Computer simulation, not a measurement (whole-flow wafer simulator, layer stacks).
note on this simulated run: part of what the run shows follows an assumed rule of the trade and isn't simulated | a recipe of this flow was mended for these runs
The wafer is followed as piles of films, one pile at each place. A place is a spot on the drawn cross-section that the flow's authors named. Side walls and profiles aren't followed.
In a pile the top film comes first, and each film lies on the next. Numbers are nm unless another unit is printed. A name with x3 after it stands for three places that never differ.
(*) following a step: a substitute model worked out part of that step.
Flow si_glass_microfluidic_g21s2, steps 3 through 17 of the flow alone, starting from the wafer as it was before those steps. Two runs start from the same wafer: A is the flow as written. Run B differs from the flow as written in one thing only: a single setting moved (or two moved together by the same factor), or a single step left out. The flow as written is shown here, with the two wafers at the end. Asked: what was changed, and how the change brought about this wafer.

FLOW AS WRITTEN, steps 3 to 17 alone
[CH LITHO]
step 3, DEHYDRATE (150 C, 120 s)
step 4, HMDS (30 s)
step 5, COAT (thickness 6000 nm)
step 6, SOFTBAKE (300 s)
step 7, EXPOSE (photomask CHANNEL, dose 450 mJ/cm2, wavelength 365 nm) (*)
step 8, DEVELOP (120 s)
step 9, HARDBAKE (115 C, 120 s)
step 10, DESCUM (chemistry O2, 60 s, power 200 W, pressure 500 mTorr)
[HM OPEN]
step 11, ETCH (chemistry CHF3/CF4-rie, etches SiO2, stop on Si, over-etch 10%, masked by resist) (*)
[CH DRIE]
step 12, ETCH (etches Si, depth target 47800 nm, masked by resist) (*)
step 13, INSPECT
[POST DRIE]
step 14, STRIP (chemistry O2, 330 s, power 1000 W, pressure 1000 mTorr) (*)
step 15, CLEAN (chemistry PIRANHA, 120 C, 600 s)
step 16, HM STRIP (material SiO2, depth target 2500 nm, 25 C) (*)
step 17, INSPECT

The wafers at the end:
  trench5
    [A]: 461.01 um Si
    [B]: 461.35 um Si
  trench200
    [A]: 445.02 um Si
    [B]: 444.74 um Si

The reason: step 5, COAT: thickness 7440 nm was run, whereas the flow has thickness 6000 nm.

The path from the change to this, step by step:
  step 5, COAT (thickness 6000 nm)
      land, trench20, trench5, trench200: A thick-i-line-resist gains 6000 (new film) | B thick-i-line-resist gains 7440 (new film)
  step 8, DEVELOP (120 s)
      trench20, trench5, trench200: A thick-i-line-resist loses 6000 (all of it) | B thick-i-line-resist loses 7440 (all of it)
  step 9, HARDBAKE (115 C, 120 s)
      land: A thick-i-line-resist loses 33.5 | B thick-i-line-resist loses 45.8
  step 12, ETCH (etches Si, depth target 47800 nm, masked by resist) (*)
      trench5: A Si loses 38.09 um | B Si loses 37.75 um
      trench200: A Si loses 54.08 um | B Si loses 54.35 um
  step 14, STRIP (chemistry O2, 330 s, power 1000 W, pressure 1000 mTorr) (*)
      land: A thick-i-line-resist loses 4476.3 (all of it) | B thick-i-line-resist loses 5900.5 (all of it)
